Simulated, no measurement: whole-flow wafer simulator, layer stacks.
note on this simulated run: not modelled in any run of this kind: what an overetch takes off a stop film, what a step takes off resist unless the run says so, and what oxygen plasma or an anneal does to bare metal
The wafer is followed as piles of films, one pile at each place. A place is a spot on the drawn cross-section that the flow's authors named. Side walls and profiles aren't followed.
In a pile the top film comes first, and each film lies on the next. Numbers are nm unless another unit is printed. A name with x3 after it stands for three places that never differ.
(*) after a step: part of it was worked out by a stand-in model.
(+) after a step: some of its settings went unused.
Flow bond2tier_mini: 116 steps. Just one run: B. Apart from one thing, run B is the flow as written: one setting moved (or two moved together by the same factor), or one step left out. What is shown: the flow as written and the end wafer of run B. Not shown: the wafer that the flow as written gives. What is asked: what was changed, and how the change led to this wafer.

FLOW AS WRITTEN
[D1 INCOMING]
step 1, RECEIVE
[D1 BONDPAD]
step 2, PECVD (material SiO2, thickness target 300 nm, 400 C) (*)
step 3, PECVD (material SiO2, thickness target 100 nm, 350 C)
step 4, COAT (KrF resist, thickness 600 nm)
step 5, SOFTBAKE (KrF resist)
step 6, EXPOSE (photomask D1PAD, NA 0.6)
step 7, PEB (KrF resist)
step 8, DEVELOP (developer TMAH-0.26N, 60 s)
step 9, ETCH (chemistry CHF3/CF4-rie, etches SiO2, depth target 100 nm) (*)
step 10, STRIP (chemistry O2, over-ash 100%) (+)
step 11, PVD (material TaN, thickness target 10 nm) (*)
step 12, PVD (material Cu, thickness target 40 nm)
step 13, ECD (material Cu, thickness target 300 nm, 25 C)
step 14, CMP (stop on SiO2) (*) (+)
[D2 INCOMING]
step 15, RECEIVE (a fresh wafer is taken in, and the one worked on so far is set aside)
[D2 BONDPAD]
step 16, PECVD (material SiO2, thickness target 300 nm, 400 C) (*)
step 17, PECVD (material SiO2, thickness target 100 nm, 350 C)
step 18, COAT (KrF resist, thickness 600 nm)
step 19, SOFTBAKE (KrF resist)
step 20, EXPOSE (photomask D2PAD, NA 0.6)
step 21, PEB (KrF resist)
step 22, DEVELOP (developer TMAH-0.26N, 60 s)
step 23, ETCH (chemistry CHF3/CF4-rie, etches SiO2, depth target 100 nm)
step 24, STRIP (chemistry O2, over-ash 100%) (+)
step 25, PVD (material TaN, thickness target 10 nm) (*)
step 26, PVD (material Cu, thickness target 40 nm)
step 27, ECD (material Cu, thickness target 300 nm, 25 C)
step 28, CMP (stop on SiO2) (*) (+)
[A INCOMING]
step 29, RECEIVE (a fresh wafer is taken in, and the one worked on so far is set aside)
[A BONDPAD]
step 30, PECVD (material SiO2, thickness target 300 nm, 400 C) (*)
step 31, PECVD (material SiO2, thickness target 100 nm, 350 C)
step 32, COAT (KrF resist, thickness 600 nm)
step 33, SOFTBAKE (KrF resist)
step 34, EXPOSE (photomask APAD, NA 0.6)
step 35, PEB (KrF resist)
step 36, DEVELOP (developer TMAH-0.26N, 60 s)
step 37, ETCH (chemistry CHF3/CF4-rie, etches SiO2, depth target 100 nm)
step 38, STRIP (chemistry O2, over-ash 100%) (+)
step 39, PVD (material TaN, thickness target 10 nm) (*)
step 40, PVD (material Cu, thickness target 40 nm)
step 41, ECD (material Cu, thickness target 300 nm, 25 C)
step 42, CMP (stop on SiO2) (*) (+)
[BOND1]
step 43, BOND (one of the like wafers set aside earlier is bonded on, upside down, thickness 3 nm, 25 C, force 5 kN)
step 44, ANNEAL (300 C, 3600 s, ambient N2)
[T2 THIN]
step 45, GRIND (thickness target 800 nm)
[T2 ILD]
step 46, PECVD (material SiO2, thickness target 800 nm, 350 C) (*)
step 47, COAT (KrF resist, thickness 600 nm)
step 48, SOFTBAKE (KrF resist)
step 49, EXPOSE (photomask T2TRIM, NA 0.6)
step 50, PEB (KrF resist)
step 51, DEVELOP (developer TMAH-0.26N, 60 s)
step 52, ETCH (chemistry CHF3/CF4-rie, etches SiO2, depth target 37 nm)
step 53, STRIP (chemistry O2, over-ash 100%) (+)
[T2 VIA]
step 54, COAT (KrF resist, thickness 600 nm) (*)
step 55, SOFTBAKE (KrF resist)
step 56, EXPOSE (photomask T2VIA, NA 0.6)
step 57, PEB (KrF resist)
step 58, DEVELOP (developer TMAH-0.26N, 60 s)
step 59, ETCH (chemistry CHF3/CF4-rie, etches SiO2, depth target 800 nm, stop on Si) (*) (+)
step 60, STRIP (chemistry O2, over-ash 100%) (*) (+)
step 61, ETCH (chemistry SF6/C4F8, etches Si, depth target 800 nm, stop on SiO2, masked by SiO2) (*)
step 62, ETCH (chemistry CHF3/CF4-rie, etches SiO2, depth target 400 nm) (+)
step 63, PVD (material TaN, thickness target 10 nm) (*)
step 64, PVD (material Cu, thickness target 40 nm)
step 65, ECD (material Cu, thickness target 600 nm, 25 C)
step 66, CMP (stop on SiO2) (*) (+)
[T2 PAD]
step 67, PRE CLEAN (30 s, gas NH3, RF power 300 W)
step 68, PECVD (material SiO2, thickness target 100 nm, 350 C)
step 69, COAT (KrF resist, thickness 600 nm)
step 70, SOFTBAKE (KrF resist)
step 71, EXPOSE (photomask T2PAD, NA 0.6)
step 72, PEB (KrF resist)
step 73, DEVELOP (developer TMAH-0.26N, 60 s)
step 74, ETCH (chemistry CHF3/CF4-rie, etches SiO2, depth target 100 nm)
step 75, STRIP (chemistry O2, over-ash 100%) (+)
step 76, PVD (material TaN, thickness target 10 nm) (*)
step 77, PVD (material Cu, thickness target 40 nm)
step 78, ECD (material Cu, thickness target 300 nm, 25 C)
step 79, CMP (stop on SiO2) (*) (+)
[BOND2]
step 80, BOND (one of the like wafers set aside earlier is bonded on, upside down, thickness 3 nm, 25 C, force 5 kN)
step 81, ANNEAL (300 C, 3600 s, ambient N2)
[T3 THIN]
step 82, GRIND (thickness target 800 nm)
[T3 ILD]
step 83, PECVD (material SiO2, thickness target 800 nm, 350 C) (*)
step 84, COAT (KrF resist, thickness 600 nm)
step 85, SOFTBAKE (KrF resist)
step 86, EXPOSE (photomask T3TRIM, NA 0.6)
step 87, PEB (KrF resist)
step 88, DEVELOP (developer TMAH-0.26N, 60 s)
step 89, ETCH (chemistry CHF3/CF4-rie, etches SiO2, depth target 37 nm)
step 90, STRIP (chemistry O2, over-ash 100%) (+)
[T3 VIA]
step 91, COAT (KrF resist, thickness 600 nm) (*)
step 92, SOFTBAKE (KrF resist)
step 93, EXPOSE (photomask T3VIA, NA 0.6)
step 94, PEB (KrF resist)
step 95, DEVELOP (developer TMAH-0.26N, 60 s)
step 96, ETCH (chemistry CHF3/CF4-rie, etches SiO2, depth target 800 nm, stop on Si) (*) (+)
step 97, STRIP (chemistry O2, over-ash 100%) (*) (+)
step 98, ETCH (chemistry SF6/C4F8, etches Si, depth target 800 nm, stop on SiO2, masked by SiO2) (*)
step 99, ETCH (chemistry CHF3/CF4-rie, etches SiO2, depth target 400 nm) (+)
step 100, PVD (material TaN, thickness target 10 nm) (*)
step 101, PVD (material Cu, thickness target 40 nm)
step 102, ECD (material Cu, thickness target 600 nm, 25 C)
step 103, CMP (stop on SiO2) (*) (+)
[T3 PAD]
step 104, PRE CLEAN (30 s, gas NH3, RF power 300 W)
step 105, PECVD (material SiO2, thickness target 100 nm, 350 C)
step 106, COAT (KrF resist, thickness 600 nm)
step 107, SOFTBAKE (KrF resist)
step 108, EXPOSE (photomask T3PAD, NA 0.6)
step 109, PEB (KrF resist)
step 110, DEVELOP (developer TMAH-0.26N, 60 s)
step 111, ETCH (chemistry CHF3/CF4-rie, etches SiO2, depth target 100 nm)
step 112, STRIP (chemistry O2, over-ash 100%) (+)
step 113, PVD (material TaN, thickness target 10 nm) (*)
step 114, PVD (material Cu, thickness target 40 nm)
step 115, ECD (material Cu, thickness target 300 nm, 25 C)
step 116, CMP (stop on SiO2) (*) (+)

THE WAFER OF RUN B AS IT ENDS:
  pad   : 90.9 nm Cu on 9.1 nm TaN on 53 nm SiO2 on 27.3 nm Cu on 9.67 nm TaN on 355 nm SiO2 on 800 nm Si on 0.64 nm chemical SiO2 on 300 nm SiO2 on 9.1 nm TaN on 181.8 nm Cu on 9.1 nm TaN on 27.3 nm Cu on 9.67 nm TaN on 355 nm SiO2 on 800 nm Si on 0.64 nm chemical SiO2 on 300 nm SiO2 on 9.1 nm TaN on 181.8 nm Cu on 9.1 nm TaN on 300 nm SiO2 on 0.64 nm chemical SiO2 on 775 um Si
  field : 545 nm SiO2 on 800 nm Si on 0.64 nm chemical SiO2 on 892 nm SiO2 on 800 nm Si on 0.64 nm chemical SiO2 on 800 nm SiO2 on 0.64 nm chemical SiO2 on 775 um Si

What caused this: step 105, PECVD: thickness target 153 nm was run, whereas the flow has thickness target 100 nm.

How this came from the change, step by step:
  step 105, PECVD (material SiO2, thickness target 100 nm, 350 C)
      field: SiO2 gains 153 (as written it would have been: SiO2 gains 100)
      pad: SiO2 gains 153 (new film) (as written it would have been: SiO2 gains 100 (new film))
  step 111, ETCH (chemistry CHF3/CF4-rie, etches SiO2, depth target 100 nm)
      pad: SiO2 loses 100 (as written it would have been: SiO2 loses 100 (all of it))
If metal films that touch count as one body, pad has 4 bodies (between them, from the top down: SiO2 53; SiO2 355 / Si 800 / chemical SiO2 0.64 / SiO2 300; SiO2 355 / Si 800 / chemical SiO2 0.64 / SiO2 300); the flow as written gives 3 bodies (between them, from the top down: SiO2 355 / Si 800 / chemical SiO2 0.64 / SiO2 300; SiO2 355 / Si 800 / chemical SiO2 0.64 / SiO2 300).
